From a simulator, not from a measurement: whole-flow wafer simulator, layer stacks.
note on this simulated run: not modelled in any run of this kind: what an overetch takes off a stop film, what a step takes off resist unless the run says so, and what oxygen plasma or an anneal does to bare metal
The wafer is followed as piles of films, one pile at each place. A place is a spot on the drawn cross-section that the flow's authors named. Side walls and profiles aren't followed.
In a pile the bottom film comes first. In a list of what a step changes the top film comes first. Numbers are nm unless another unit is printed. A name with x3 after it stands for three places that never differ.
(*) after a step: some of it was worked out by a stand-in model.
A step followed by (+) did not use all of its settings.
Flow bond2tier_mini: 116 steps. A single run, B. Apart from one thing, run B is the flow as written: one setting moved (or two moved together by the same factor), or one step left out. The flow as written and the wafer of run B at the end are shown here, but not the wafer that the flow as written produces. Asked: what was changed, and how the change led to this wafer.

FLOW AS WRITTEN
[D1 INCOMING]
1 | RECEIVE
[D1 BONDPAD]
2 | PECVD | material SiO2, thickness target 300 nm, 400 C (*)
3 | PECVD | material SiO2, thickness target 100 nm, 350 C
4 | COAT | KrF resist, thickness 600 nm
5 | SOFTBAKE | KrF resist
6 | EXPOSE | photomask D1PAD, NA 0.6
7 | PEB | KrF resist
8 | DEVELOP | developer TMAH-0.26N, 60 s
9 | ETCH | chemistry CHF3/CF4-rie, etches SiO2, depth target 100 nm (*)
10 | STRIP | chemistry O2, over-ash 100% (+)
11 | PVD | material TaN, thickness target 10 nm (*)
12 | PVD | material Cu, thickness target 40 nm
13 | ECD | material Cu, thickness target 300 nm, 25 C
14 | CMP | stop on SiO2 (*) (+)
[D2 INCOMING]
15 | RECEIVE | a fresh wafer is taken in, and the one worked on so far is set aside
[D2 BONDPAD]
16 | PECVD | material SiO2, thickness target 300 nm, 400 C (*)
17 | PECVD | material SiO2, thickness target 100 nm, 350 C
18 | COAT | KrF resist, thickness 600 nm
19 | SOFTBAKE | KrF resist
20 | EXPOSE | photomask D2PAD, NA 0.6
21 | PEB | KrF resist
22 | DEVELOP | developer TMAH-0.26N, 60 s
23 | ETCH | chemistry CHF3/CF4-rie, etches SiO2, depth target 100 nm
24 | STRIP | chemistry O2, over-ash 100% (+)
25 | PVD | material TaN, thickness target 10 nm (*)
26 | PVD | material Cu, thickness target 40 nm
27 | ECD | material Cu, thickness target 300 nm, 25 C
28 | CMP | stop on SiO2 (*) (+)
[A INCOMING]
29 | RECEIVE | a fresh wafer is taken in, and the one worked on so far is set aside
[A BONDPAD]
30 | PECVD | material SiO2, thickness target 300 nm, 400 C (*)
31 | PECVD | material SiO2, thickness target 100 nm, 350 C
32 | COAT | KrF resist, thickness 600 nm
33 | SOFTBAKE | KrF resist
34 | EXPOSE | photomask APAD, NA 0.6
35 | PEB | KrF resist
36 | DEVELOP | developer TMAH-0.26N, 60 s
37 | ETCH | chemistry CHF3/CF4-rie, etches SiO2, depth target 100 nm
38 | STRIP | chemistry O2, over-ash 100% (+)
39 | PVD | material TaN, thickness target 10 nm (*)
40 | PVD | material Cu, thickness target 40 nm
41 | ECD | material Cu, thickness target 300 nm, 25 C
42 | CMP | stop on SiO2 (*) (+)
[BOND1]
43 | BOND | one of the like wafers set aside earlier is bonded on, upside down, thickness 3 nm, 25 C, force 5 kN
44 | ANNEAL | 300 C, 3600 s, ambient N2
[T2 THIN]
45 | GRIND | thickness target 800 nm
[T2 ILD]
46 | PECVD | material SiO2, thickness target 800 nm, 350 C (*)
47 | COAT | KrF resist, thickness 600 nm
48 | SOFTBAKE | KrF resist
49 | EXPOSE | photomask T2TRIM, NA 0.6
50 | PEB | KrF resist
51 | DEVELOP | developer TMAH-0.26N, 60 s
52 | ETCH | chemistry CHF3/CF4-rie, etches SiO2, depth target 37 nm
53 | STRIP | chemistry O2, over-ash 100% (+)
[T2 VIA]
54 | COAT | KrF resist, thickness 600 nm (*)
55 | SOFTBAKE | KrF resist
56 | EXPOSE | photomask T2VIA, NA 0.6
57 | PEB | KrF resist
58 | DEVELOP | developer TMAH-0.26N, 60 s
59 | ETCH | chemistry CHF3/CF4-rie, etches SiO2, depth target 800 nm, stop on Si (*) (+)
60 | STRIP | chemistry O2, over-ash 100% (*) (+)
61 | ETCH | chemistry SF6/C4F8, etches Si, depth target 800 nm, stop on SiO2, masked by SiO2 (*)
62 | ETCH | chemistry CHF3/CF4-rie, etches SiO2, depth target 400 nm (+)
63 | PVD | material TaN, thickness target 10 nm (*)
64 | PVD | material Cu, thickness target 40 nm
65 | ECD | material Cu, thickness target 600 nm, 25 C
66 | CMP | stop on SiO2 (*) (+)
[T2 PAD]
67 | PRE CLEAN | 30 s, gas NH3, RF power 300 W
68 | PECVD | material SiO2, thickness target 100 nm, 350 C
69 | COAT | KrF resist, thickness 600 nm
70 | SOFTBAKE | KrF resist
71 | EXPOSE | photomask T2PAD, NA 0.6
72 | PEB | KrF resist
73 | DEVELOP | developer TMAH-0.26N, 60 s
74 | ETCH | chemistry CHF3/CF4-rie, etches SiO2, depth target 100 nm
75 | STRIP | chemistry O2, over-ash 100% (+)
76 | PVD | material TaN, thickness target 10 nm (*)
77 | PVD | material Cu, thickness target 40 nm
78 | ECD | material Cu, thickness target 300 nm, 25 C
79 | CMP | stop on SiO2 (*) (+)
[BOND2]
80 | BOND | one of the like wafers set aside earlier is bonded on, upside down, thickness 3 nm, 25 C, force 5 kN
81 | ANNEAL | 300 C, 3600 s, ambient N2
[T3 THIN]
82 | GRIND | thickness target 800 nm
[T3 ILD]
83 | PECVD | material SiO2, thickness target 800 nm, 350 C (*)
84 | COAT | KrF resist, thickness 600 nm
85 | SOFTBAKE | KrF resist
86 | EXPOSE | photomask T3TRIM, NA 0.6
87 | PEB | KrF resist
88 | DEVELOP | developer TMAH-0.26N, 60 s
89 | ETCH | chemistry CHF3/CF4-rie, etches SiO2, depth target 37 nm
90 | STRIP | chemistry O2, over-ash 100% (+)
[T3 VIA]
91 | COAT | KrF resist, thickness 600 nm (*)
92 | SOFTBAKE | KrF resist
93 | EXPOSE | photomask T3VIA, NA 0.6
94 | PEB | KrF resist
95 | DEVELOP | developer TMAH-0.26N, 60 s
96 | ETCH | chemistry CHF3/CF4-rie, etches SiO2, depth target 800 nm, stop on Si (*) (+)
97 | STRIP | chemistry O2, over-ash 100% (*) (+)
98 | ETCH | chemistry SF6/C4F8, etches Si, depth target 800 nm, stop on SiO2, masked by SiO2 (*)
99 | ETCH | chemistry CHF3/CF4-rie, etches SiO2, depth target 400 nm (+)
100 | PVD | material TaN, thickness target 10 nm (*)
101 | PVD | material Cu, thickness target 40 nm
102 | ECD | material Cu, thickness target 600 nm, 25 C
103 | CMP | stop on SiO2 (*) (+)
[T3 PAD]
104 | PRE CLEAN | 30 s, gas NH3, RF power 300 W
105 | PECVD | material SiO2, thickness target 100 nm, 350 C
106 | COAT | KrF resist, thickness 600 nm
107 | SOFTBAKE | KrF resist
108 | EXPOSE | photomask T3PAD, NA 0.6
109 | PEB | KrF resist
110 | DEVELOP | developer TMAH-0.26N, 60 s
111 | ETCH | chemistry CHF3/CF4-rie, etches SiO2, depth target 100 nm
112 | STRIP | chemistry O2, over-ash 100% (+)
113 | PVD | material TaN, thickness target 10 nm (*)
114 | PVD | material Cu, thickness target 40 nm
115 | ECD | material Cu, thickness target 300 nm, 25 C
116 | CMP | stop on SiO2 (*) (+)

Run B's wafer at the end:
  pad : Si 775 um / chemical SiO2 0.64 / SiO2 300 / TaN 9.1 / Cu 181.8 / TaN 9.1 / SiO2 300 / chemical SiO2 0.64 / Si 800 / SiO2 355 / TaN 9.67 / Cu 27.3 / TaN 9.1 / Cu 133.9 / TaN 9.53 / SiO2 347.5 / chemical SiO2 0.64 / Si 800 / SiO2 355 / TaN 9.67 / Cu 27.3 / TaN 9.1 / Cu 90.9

Cause: step 23, ETCH: depth target 52.5 nm was run, though the flow has depth target 100 nm.

How this came from the change, step by step:
  23 | ETCH | chemistry CHF3/CF4-rie, etches SiO2, depth target 100 nm
      pad, via: -52.5 SiO2 (it would be, as written: -100 SiO2)
      field: -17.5 KrF resist (it would be, as written: -33.3 KrF resist)
  24 | STRIP | chemistry O2, over-ash 100% (+)
      field: -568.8 KrF resist (all of it) (it would be, as written: -552.9 KrF resist (all of it))
  26 | PVD | material Cu, thickness target 40 nm
      pad: +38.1 Cu (new film) (it would be, as written: +36.4 Cu (new film))
  27 | ECD | material Cu, thickness target 300 nm, 25 C
      pad: +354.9 Cu (it would be, as written: +404.5 Cu)
      via: +352.5 Cu (it would be, as written: +400.2 Cu)
  80 | BOND | one of the like wafers set aside earlier is bonded on, upside down, thickness 3 nm, 25 C, force 5 kN
      pad: +775 um Si (new film), +0.64 chemical SiO2 (new film), +347.5 SiO2 (new film), +9.53 TaN (new film), +43 Cu (it would be, as written: +775 um Si (new film), +0.64 chemical SiO2 (new film), +300 SiO2 (new film), +9.1 TaN (new film), +90.9 Cu)
